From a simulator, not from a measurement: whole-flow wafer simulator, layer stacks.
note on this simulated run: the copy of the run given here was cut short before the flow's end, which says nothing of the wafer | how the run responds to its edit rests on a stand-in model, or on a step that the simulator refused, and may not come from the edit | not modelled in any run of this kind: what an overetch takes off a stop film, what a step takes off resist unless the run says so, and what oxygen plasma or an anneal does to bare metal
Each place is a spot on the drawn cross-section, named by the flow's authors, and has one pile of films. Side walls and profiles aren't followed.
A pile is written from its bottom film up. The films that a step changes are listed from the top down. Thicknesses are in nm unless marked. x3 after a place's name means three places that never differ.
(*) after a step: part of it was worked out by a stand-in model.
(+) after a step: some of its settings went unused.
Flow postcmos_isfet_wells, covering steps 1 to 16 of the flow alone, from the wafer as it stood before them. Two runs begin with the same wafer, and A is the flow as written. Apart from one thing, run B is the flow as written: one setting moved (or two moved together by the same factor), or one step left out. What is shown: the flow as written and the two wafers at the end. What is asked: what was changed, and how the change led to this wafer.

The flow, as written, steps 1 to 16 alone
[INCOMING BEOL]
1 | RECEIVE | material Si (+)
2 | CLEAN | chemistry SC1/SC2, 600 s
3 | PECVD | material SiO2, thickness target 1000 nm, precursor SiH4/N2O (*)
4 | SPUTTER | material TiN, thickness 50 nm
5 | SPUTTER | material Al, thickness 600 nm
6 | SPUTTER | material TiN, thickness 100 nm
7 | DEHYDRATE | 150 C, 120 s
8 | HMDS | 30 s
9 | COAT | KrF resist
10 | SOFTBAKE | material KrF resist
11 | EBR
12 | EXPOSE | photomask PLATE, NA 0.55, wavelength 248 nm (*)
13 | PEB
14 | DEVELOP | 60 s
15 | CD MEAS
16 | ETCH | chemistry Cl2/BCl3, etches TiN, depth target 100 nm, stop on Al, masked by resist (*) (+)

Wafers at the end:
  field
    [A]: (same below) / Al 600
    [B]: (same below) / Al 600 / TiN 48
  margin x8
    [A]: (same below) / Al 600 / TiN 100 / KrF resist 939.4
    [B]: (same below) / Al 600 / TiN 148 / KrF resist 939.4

The reason: step 6, SPUTTER: thickness 148 nm was run, though the flow has thickness 100 nm.
One can read it off the wafer: margin x8 has TiN 148, and step 6 as written asks for 100 nm.

The path from the change to this, step by step:
  6 | SPUTTER | material TiN, thickness 100 nm
      field, margin x8: A TiN gains 100 (new film) | B TiN gains 148 (new film)
  16 | ETCH | chemistry Cl2/BCl3, etches TiN, depth target 100 nm, stop on Al, masked by resist (*) (+)
      field: A TiN loses 100 (all of it) | B TiN loses 100
